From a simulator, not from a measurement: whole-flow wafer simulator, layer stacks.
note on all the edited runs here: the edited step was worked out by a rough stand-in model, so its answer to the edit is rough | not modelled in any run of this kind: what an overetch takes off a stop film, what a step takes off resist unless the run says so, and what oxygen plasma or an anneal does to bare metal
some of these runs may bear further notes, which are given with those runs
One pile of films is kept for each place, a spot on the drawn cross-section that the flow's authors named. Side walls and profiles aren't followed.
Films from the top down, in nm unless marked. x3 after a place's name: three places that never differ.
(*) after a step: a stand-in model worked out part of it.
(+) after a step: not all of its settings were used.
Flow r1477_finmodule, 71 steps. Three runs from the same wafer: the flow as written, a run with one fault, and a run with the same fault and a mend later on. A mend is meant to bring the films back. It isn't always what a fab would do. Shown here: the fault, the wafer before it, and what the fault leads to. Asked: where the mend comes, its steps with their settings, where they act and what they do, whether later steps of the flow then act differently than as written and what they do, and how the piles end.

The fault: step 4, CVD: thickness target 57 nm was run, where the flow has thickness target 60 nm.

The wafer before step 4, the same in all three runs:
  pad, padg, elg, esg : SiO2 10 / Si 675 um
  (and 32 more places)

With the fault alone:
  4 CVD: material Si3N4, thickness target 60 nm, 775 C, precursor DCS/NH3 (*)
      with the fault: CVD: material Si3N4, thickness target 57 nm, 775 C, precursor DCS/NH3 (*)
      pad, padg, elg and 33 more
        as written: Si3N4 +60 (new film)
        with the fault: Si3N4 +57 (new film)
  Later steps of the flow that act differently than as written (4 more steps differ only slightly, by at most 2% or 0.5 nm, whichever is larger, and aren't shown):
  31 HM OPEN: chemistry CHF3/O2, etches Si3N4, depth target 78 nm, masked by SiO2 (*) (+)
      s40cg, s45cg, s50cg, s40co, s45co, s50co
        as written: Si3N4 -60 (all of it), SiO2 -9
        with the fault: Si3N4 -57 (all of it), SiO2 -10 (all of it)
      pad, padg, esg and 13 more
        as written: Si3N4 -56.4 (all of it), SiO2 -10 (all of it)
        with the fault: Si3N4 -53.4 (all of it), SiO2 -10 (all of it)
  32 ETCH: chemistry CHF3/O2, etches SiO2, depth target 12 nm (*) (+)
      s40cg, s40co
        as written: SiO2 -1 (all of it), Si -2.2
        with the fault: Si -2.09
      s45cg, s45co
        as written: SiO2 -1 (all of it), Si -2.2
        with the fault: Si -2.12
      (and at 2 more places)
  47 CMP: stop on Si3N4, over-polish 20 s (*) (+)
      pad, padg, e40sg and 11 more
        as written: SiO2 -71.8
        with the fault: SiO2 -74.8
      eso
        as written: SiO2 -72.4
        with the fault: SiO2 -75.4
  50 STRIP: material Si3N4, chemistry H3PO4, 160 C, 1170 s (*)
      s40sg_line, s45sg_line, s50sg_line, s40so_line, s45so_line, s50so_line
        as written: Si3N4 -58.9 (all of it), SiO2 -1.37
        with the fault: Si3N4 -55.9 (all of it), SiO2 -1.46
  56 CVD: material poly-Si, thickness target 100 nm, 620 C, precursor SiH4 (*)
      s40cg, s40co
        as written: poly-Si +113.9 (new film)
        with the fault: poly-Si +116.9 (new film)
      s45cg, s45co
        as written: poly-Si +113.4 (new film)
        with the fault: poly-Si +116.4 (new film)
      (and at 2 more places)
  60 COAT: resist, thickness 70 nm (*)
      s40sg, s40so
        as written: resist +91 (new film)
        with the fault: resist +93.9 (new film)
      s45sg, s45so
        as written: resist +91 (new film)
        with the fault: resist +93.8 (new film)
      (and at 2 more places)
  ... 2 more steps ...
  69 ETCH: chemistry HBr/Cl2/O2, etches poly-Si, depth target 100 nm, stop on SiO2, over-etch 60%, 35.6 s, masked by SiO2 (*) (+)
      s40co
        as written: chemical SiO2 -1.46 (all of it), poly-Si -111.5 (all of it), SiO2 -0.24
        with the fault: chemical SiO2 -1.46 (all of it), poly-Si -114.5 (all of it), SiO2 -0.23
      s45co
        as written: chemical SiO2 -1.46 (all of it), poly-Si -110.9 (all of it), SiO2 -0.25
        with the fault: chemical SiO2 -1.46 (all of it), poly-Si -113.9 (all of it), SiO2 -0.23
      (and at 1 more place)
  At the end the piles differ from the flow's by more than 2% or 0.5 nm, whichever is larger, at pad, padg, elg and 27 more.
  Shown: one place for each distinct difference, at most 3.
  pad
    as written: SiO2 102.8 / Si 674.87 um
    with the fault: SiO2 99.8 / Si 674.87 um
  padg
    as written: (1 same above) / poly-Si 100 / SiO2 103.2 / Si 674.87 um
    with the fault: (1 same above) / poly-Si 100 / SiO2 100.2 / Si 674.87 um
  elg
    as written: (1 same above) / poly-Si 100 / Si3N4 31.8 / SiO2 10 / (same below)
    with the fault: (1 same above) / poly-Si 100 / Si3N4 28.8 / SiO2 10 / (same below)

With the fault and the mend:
  The mend comes after step 5.
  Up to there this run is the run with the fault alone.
  5a CVD: material Si3N4, thickness target 3 nm, 775 C, precursor DCS/NH3 (*) (the flow's step 4 once more, with other settings)
      pad, padg, elg and 33 more
        Si3N4 +3
  No later step of the flow acts differently than as written at any place that is followed.
  At the end the piles are the same as the flow's at every place that both follow.
